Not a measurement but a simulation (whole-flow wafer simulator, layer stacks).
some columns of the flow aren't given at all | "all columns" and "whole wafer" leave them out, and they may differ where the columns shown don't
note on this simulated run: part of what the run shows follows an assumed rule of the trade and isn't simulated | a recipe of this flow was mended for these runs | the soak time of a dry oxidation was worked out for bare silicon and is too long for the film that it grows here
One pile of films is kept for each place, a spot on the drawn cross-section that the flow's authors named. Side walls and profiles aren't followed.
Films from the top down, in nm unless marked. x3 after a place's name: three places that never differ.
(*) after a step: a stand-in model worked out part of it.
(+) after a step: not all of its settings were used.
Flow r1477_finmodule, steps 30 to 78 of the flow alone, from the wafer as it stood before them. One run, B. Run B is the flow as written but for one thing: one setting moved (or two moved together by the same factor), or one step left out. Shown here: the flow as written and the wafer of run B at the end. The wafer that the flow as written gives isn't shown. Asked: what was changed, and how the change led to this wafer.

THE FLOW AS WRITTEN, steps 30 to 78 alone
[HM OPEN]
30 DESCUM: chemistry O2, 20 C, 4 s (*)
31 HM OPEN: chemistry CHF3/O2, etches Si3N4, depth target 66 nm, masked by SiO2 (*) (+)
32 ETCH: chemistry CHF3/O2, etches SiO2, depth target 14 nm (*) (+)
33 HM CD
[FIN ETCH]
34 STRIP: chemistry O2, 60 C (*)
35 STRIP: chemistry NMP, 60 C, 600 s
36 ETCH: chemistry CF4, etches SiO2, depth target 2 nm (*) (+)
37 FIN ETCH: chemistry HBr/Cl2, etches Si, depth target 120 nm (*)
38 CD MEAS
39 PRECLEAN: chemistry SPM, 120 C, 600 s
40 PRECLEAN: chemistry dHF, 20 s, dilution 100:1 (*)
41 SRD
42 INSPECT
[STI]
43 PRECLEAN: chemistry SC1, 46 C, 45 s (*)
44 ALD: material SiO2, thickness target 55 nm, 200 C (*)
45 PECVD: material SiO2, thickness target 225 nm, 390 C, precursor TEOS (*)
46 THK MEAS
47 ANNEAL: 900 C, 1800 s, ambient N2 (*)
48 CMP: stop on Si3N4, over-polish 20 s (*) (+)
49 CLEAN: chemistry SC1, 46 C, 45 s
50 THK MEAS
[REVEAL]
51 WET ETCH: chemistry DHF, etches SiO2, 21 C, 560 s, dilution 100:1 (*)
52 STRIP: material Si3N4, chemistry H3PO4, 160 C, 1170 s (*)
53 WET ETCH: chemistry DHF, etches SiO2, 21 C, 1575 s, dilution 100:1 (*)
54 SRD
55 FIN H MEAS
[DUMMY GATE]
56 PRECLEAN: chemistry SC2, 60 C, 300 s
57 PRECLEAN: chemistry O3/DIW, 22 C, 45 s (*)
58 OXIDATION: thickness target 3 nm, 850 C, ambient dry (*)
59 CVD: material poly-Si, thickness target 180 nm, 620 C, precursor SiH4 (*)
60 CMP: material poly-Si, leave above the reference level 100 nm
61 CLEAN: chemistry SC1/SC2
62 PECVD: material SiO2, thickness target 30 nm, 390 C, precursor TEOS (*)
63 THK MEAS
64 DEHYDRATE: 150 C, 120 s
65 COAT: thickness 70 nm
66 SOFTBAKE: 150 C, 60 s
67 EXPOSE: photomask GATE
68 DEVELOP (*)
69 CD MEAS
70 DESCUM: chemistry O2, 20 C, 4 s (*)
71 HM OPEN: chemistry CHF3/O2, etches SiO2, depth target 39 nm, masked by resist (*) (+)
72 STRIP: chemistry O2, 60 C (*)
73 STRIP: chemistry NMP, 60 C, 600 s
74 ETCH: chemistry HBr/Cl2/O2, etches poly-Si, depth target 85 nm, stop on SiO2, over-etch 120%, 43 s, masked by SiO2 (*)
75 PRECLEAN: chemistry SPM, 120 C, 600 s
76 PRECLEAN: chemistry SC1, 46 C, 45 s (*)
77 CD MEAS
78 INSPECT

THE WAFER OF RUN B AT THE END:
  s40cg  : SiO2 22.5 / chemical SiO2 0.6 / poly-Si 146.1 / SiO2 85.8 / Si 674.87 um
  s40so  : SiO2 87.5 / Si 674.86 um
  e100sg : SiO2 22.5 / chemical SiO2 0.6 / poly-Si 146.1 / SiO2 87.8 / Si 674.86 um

The cause: step 31, HM OPEN: depth target 85.8 nm was run, where the flow has depth target 66 nm.

How the change led to this, step by step:
  31 HM OPEN: chemistry CHF3/O2, etches Si3N4, depth target 66 nm, masked by SiO2 (*) (+)
      pad, padg, esg and 13 more: Si3N4 -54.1 (all of it), SiO2 -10 (all of it), Si -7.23 (as written it would be: Si3N4 -54.1 (all of it), SiO2 -5.95)
      s40cg, s45cg, s50cg, s40co, s45co, s50co: Si3N4 -60 (all of it), SiO2 -10 (all of it), Si -5.27 (as written it would be: Si3N4 -60 (all of it), SiO2 -3)
      (and at 14 more places)
  32 ETCH: chemistry CHF3/O2, etches SiO2, depth target 14 nm (*) (+)
      pad, padg: Si -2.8 (as written it would be: SiO2 -4.05 (all of it), Si -1.99)
      esg, eso: Si -2.35 (as written it would be: SiO2 -4.05 (all of it), Si -1.99)
      (and at 18 more places)
  34 STRIP: chemistry O2, 60 C (*)
      elg, e40lg, e100lg, e200lg, elo, e40lo, e100lo, e200lo: e-beam-resist -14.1 (all of it) (as written it would be: e-beam-resist -33.9 (all of it))
  44 ALD: material SiO2, thickness target 55 nm, 200 C (*)
      esg, eso: SiO2 +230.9 (new film) (as written it would be: SiO2 +223.2 (new film))
      e40sg, e40so: SiO2 +230.7 (new film) (as written it would be: SiO2 +223.2 (new film))
      (and at 4 more places)
  48 CMP: stop on Si3N4, over-polish 20 s (*) (+)
      s40cg, s40sg, s45cg and 9 more: SiO2 -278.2 (as written it would be: SiO2 -288.1)
      s40sg_line, s45sg_line, s50sg_line, s40so_line, s45so_line, s50so_line: SiO2 -277.1 (all of it), Si3N4 -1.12 (as written it would be: SiO2 -287 (all of it), Si3N4 -1.12)
      (and at 2 more places)
